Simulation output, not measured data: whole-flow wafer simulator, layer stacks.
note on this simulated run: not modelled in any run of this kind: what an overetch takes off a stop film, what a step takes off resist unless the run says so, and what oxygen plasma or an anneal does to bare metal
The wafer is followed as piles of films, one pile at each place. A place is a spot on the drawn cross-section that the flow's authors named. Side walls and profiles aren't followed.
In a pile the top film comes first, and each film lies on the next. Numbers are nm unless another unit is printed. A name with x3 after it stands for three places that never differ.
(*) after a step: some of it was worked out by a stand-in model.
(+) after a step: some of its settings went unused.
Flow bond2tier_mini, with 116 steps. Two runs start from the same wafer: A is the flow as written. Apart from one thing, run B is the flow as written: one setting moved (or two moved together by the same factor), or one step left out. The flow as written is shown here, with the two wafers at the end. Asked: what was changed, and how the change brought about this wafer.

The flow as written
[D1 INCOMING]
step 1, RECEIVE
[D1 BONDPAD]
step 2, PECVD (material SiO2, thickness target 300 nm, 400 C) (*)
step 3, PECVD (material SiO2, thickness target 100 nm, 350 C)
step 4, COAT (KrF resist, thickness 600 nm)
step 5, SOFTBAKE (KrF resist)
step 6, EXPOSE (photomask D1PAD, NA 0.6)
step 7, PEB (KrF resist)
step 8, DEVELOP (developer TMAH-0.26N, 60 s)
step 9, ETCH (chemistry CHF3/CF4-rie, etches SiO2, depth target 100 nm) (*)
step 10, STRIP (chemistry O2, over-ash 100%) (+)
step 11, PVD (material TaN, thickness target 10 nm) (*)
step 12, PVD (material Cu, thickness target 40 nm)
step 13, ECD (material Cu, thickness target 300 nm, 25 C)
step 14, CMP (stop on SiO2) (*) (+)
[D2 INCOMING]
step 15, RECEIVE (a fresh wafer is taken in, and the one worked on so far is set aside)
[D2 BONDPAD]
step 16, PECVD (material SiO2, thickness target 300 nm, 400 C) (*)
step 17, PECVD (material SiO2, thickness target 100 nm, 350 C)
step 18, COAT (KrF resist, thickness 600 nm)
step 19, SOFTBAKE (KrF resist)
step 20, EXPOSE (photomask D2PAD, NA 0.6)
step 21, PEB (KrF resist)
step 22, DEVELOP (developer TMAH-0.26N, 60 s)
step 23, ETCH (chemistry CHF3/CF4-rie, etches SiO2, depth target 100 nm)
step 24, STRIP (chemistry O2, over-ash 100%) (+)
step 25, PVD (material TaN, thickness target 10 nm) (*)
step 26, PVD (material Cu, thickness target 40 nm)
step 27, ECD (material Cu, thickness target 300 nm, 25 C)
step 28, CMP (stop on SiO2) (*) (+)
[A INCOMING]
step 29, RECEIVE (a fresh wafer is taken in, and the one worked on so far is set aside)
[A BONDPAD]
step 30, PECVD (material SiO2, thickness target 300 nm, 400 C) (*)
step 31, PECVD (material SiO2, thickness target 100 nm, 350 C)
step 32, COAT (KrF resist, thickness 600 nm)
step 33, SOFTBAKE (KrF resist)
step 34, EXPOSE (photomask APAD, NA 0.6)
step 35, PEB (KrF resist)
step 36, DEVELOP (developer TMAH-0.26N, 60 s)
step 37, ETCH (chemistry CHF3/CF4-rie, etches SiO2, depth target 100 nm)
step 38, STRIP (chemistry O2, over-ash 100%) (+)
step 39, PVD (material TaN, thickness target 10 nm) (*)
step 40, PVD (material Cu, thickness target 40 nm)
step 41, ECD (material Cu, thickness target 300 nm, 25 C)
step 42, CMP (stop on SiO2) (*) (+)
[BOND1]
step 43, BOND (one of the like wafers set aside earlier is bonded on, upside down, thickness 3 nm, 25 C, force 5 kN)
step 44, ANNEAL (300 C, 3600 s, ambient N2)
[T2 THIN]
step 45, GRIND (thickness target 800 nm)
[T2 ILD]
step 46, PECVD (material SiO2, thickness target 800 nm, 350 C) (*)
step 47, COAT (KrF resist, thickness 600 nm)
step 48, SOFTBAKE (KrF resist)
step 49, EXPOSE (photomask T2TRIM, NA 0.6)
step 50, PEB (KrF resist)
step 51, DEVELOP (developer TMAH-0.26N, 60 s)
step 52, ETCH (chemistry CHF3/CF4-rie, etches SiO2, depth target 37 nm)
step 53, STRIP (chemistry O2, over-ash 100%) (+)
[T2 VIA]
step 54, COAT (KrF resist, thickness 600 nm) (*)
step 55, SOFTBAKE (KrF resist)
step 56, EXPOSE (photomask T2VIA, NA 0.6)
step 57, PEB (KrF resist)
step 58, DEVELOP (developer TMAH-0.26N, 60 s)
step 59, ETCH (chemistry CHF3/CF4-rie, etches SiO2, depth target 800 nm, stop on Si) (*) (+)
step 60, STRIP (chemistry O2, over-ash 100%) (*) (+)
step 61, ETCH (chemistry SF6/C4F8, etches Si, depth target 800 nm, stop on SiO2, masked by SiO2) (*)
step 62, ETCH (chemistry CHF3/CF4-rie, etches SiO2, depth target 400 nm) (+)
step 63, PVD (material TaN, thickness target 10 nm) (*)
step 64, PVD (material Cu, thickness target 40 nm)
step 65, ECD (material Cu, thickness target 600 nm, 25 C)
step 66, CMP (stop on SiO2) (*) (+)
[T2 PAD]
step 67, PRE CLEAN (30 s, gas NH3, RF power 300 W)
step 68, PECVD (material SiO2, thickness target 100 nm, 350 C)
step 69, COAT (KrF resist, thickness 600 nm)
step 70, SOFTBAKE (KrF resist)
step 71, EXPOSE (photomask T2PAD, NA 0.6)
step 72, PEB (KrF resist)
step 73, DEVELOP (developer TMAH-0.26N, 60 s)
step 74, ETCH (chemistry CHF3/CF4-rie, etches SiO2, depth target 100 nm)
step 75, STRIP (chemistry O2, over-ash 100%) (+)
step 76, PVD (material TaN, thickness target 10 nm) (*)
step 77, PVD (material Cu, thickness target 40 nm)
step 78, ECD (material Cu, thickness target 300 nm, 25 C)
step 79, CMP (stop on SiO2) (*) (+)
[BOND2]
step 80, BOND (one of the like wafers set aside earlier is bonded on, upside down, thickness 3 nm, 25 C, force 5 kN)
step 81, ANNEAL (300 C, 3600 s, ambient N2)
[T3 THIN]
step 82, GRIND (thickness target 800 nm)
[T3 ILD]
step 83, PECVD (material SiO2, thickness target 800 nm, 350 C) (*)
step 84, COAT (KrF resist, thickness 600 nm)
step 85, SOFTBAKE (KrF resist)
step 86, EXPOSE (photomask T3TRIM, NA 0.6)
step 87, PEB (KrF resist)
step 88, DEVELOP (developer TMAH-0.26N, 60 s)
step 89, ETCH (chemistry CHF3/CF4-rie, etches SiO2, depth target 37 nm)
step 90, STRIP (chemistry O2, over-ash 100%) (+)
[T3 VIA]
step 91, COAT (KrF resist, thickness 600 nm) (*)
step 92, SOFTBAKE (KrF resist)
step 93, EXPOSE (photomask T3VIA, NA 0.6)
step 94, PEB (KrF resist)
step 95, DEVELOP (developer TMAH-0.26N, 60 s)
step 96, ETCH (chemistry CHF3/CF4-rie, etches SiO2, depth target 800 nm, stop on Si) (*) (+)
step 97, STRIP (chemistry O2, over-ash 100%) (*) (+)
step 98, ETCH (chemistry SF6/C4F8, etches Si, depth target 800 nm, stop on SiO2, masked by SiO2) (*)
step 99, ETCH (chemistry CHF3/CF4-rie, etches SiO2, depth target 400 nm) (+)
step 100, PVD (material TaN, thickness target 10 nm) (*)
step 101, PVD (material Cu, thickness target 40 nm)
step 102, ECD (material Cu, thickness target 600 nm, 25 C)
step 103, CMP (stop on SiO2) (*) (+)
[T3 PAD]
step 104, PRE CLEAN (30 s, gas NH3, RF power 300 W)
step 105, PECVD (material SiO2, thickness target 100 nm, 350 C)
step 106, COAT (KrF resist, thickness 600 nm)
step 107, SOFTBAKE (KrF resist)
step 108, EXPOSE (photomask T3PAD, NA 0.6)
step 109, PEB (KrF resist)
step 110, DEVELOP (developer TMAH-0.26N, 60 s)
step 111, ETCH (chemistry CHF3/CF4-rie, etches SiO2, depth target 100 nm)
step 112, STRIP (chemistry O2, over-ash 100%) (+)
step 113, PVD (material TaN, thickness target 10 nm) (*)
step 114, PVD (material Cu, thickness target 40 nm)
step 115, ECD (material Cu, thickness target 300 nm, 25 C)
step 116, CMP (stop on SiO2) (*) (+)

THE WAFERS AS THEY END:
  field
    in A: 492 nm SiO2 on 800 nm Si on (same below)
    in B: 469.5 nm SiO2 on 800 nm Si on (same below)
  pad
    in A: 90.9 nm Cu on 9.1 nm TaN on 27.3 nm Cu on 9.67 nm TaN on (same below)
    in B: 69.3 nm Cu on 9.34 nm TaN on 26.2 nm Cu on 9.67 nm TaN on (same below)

Cause: step 105, PECVD: thickness target 77.5 nm was run, whereas the flow has thickness target 100 nm.

Step by step, how the change led to this:
  step 105, PECVD (material SiO2, thickness target 100 nm, 350 C)
      field: A SiO2 gains 100 | B SiO2 gains 77.5
      pad: A SiO2 gains 100 (new film) | B SiO2 gains 77.5 (new film)
  step 111, ETCH (chemistry CHF3/CF4-rie, etches SiO2, depth target 100 nm)
      pad: A SiO2 loses 100 (all of it) | B SiO2 loses 77.5 (all of it), Cu loses 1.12
  step 114, PVD (material Cu, thickness target 40 nm)
      pad: A Cu gains 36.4 (new film) | B Cu gains 37.2 (new film)
  step 115, ECD (material Cu, thickness target 300 nm, 25 C)
      pad: A Cu gains 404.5 | B Cu gains 382.1
